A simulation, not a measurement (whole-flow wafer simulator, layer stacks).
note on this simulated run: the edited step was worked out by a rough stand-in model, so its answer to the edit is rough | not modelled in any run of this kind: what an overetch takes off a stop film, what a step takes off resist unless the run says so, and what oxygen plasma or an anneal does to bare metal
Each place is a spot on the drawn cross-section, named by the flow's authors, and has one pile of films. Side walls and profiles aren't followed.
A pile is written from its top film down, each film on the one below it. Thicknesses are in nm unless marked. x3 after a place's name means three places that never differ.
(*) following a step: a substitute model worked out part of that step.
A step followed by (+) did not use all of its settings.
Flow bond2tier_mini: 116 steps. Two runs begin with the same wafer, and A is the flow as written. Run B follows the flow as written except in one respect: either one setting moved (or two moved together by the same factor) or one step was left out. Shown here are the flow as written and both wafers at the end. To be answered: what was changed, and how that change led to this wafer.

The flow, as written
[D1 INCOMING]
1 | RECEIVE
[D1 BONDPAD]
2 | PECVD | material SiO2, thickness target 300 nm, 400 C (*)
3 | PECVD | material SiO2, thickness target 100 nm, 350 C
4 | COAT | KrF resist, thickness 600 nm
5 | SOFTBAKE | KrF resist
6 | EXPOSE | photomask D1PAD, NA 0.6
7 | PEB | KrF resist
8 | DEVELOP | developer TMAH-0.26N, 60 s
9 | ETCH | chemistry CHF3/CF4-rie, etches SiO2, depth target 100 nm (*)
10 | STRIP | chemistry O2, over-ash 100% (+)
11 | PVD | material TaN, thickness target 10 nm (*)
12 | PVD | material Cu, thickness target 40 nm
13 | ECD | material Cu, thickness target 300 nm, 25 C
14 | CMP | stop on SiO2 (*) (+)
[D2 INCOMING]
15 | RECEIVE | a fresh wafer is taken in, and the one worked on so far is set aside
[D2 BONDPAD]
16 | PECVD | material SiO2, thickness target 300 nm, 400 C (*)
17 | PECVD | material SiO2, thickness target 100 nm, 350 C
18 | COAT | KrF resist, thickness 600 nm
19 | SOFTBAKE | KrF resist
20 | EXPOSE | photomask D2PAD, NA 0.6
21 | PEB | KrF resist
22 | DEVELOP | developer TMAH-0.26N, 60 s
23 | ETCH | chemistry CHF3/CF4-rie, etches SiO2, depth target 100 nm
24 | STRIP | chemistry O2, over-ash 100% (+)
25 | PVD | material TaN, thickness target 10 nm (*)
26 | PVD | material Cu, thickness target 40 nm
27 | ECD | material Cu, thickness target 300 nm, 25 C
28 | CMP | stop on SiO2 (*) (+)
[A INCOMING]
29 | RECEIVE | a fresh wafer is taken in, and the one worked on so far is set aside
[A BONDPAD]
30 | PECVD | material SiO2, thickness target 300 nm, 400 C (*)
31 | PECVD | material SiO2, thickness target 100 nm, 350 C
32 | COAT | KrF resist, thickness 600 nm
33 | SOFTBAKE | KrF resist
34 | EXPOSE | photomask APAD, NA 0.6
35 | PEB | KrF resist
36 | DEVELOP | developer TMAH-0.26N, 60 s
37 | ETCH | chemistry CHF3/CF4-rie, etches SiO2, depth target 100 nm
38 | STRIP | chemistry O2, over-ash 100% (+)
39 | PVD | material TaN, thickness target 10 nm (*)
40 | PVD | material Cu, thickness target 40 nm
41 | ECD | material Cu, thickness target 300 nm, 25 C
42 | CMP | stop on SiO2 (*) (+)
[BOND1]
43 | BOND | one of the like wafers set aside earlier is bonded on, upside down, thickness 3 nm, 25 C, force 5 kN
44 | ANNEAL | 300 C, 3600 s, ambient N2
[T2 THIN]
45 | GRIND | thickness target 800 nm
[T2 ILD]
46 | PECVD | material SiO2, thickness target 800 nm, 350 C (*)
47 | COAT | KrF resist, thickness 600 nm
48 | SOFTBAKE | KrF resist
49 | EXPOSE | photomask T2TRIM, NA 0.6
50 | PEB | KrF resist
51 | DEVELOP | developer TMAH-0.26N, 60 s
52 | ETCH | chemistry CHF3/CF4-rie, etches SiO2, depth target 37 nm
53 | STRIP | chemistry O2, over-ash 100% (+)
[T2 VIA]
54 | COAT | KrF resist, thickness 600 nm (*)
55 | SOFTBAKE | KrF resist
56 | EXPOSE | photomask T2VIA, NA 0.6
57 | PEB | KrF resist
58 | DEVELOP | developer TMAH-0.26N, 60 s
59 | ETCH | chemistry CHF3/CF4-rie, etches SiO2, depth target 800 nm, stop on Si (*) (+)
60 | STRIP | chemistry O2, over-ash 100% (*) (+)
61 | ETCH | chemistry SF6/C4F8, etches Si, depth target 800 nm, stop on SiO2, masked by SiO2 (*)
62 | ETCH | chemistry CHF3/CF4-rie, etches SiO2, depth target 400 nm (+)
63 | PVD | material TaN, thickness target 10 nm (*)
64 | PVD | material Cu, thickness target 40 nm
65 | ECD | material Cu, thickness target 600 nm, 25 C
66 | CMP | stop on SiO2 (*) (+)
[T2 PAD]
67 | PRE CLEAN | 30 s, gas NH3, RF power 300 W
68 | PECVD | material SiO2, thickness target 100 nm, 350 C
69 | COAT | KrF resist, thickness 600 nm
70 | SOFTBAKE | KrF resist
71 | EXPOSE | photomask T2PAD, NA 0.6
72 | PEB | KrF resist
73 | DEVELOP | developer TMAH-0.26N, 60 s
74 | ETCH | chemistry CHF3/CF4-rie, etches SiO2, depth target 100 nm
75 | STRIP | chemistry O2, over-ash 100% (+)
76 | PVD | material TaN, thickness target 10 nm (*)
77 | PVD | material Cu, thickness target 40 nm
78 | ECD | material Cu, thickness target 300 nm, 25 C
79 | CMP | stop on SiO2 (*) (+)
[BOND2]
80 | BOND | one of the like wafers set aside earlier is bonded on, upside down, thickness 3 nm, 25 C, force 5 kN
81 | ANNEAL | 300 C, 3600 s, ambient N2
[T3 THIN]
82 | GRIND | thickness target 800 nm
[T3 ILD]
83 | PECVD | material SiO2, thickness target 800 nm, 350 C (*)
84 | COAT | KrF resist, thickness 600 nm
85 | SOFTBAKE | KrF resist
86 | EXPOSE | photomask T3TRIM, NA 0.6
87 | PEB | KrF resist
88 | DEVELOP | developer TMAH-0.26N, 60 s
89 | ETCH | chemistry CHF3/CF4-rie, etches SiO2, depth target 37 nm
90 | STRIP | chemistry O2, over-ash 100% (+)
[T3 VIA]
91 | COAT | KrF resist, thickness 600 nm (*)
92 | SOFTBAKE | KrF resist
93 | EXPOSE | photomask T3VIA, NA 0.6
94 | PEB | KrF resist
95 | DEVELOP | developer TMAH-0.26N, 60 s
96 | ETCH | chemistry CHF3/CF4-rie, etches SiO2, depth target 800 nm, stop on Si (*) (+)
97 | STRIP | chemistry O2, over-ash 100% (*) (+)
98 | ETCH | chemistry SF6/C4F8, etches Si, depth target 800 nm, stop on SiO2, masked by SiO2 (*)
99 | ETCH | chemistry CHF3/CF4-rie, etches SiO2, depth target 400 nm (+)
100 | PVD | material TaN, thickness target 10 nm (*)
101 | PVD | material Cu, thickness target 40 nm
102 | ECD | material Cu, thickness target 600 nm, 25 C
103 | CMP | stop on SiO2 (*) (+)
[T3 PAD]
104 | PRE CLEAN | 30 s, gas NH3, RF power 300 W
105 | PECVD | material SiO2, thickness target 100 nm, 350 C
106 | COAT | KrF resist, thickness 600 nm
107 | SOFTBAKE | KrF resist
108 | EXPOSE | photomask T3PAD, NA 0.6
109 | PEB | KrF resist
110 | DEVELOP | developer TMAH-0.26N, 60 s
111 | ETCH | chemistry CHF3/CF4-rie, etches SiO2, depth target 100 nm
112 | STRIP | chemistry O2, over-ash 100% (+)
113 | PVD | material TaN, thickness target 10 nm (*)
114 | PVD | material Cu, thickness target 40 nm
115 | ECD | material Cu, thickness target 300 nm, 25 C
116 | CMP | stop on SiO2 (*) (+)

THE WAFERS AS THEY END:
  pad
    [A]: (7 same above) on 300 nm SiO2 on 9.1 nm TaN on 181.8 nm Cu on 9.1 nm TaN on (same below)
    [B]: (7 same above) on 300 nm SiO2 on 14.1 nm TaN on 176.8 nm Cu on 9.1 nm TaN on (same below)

The reason: step 25, PVD: thickness target 15.5 nm was run, while the flow as written has thickness target 10 nm.

Step by step, how the change led to this:
  25 | PVD | material TaN, thickness target 10 nm (*)
      field: A TaN gains 10 (new film) | B TaN gains 15.5 (new film)
      pad: A TaN gains 9.1 (new film) | B TaN gains 14.1 (new film)
      (and at 1 other place as well)
  28 | CMP | stop on SiO2 (*) (+)
      field: A Cu loses 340 (all of it), TaN loses 10 (all of it) | B Cu loses 340 (all of it), TaN loses 15.5 (all of it)
  80 | BOND | one of the like wafers set aside earlier is bonded on, upside down, thickness 3 nm, 25 C, force 5 kN
      pad: A Si gains 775 um (new film), chemical SiO2 gains 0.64 (new film), SiO2 gains 300 (new film), TaN gains 9.1 (new film), Cu gains 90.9 | B Si gains 775 um (new film), chemical SiO2 gains 0.64 (new film), SiO2 gains 300 (new film), TaN gains 14.1 (new film), Cu gains 85.9
